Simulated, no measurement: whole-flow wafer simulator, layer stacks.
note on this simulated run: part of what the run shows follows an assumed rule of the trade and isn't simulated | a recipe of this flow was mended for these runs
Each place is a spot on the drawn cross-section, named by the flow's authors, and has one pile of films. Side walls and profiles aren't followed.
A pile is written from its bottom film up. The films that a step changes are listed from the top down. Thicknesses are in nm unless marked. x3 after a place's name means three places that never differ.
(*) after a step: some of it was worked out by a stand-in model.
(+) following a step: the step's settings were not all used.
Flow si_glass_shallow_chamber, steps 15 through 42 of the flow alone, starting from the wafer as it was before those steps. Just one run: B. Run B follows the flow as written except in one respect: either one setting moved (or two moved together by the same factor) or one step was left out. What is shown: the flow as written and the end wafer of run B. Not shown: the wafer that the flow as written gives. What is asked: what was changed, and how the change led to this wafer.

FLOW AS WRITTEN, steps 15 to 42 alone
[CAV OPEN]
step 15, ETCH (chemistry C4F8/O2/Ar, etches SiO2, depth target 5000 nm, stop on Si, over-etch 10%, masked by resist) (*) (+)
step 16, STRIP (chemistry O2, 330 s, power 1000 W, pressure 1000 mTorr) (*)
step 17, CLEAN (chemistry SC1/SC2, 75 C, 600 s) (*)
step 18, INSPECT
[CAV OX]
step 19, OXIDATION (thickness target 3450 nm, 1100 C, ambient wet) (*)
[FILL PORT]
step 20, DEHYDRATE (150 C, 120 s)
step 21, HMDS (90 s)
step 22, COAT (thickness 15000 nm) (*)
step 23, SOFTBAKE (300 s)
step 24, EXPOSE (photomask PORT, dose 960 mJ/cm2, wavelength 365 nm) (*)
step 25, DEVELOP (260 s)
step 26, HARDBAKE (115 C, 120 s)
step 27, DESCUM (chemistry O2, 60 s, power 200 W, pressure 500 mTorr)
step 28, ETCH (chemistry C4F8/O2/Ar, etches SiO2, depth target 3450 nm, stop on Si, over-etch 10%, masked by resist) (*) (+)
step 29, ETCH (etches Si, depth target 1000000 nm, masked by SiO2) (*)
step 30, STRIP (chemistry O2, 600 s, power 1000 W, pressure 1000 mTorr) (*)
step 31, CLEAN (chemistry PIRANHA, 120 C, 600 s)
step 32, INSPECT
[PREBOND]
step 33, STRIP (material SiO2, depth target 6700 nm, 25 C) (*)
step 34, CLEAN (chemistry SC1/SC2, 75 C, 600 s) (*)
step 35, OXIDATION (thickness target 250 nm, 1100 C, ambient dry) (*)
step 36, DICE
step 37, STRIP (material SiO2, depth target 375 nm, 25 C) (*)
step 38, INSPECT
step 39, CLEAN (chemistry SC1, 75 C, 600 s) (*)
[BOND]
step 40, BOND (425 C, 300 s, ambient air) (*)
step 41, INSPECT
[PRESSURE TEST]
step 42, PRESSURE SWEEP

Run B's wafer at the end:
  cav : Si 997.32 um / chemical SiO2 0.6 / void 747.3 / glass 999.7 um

Cause: step 15, ETCH: depth target 3875 nm was run, whereas the flow has depth target 5000 nm.

How this came from the change, step by step:
  step 15, ETCH (chemistry C4F8/O2/Ar, etches SiO2, depth target 5000 nm, stop on Si, over-etch 10%, masked by resist) (*) (+)
      cav, port: -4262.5 SiO2 (in the flow as written it would be: -5000 SiO2 (all of it), -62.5 Si)
      rim, ramp, septum, ring: -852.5 thick-i-line-resist (in the flow as written it would be: -1100 thick-i-line-resist)
  step 16, STRIP (chemistry O2, 330 s, power 1000 W, pressure 1000 mTorr) (*)
      cav, port: nothing (in the flow as written it would be: +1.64 chemical SiO2 (new film), -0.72 Si)
      rim, ramp, septum, ring: -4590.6 thick-i-line-resist (all of it) (in the flow as written it would be: -4343.1 thick-i-line-resist (all of it))
  step 17, CLEAN (chemistry SC1/SC2, 75 C, 600 s) (*)
      cav, port: -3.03 SiO2 (in the flow as written it would be: -1.04 chemical SiO2, -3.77 Si)
  step 19, OXIDATION (thickness target 3450 nm, 1100 C, ambient wet) (*)
      cav, port: +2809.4 SiO2, -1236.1 Si (in the flow as written it would be: +3450 SiO2 (new film), -0.6 chemical SiO2 (all of it), -1517.7 Si)
  step 22, COAT (thickness 15000 nm) (*)
      rim: +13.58 um thick-i-line-resist (new film) (in the flow as written it would be: +13.4 um thick-i-line-resist (new film))
      ramp: +13.13 um thick-i-line-resist (new film) (in the flow as written it would be: +12.89 um thick-i-line-resist (new film))
      (also at 4 further places)
  step 23, SOFTBAKE (300 s)
      rim: -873 thick-i-line-resist (in the flow as written it would be: -997 thick-i-line-resist)
      ramp: -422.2 thick-i-line-resist (in the flow as written it would be: -487.1 thick-i-line-resist)
      (also at 4 further places)
  step 25, DEVELOP (260 s)
      port: -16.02 um thick-i-line-resist (all of it) (in the flow as written it would be: -16.16 um thick-i-line-resist (all of it))
  step 26, HARDBAKE (115 C, 120 s)
      rim, ramp: -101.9 thick-i-line-resist (in the flow as written it would be: -98.2 thick-i-line-resist)
  step 28, ETCH (chemistry C4F8/O2/Ar, etches SiO2, depth target 3450 nm, stop on Si, over-etch 10%, masked by resist) (*) (+)
      port: -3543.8 SiO2 (all of it), -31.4 Si (in the flow as written it would be: -3450 SiO2 (all of it), -43.1 Si)
  step 29, ETCH (etches Si, depth target 1000000 nm, masked by SiO2) (*)
      rim, ramp: -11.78 um thick-i-line-resist (all of it), -1456 SiO2 (in the flow as written it would be: -11.47 um thick-i-line-resist (all of it), -1617.3 SiO2)
      port: +997.41 um hole (new film), -997.41 um Si (all of it) (in the flow as written it would be: +997.05 um hole (new film), -997.05 um Si (all of it))
      (also at 2 further places)
  step 30, STRIP (chemistry O2, 600 s, power 1000 W, pressure 1000 mTorr) (*)
      cav: -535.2 thick-i-line-resist (all of it) (in the flow as written it would be: -669.6 thick-i-line-resist (all of it))
  step 33, STRIP (material SiO2, depth target 6700 nm, 25 C) (*)
      rim, ramp: -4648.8 SiO2 (all of it) (in the flow as written it would be: -4487.5 SiO2 (all of it))
      cav: -3543.8 SiO2 (all of it) (in the flow as written it would be: -3450 SiO2 (all of it))
  step 40, BOND (425 C, 300 s, ambient air) (*)
      cav: +999.7 um glass (new film), +747.3 void (new film) (in the flow as written it would be: +999.7 um glass (new film), +1095.9 void (new film))
      port: +999.7 um glass (new film), +656.9 hole (in the flow as written it would be: +999.7 um glass (new film), +1017.3 hole)
